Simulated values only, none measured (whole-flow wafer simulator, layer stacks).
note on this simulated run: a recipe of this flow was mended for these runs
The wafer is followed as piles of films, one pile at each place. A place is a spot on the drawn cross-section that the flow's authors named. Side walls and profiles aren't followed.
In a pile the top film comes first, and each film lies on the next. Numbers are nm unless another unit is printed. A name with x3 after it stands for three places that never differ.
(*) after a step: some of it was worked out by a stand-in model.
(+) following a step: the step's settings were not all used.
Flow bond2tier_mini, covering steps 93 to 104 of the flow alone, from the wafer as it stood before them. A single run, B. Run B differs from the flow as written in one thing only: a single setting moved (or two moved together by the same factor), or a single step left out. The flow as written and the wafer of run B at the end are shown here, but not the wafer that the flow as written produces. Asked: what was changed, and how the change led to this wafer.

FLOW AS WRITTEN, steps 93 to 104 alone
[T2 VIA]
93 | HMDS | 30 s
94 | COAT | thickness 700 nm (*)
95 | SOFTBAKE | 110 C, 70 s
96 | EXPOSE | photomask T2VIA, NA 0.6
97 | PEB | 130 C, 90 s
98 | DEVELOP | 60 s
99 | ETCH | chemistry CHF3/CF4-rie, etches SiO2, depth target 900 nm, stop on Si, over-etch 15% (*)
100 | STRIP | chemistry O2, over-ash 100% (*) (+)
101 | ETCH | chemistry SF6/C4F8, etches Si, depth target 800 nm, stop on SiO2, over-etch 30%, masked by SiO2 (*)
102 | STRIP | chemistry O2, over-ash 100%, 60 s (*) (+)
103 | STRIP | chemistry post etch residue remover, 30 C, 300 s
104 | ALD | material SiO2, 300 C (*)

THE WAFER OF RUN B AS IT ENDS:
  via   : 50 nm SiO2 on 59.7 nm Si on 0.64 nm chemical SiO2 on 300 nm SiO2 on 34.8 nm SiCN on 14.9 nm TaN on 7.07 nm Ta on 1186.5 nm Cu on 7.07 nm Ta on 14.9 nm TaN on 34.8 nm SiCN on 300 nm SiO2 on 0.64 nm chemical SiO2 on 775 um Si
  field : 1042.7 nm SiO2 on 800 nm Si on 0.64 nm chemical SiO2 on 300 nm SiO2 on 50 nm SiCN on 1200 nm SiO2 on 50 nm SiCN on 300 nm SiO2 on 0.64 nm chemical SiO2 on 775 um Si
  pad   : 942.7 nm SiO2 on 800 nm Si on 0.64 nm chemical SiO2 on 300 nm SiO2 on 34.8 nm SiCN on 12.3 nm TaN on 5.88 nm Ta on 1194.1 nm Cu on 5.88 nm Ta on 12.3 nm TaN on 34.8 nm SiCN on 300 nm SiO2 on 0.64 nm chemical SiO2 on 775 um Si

Cause: step 101, ETCH: depth target 560.8 nm was run, while the flow as written has depth target 800 nm.

How this came from the change, step by step:
  101 | ETCH | chemistry SF6/C4F8, etches Si, depth target 800 nm, stop on SiO2, over-etch 30%, masked by SiO2 (*)
      via: -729 Si (in the flow as written it would be: -788.8 Si (all of it), -0.64 chemical SiO2 (all of it), -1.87 SiO2)
      field, pad: -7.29 SiO2 (in the flow as written it would be: -10.3 SiO2)
  104 | ALD | material SiO2, 300 C (*)
      via: +50 SiO2 (new film) (in the flow as written it would be: +50 SiO2)
